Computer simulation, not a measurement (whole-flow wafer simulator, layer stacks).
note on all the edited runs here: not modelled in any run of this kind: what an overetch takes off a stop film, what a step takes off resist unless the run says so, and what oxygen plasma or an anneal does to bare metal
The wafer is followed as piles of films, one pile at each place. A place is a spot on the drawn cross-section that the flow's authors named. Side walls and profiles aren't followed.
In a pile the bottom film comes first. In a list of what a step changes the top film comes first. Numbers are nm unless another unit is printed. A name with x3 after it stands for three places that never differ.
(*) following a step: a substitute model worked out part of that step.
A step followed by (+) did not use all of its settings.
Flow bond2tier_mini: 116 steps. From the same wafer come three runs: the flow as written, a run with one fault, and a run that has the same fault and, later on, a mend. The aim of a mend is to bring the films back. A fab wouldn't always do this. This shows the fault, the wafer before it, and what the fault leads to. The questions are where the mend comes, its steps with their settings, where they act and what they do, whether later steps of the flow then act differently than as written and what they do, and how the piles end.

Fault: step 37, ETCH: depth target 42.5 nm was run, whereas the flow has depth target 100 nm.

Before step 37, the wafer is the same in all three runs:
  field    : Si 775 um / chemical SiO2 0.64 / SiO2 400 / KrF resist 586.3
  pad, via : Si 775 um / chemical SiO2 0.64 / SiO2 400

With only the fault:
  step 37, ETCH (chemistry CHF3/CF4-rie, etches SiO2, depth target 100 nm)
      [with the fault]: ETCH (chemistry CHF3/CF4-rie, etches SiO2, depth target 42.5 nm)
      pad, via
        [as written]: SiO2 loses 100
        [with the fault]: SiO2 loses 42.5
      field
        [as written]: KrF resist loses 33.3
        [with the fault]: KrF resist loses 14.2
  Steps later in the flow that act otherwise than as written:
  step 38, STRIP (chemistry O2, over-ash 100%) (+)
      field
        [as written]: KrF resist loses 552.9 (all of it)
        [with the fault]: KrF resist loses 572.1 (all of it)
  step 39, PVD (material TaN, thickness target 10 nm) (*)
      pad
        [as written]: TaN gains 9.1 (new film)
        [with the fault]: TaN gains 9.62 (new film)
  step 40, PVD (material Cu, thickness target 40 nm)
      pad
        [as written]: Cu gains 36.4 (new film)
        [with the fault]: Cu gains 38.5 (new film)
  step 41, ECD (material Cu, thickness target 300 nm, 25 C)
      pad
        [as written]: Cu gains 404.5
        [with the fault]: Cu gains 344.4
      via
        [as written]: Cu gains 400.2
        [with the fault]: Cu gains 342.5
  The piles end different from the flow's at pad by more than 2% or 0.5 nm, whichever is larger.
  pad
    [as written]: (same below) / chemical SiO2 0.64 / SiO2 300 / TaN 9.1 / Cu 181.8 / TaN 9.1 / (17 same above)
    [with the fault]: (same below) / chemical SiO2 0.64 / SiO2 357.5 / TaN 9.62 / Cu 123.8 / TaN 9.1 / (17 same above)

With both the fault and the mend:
  The mend follows step 37.
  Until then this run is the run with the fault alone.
  step 37a, ETCH (chemistry CHF3/CF4-rie, etches SiO2, depth target 57.5 nm) (a further turn of the flow's step 37, with different settings)
      pad, via
        SiO2 loses 57.5
      field
        KrF resist loses 19.2
  Every later step of the flow that is run acts as written at every place that is followed.
  The piles end the same as the flow's at every place that both follow.
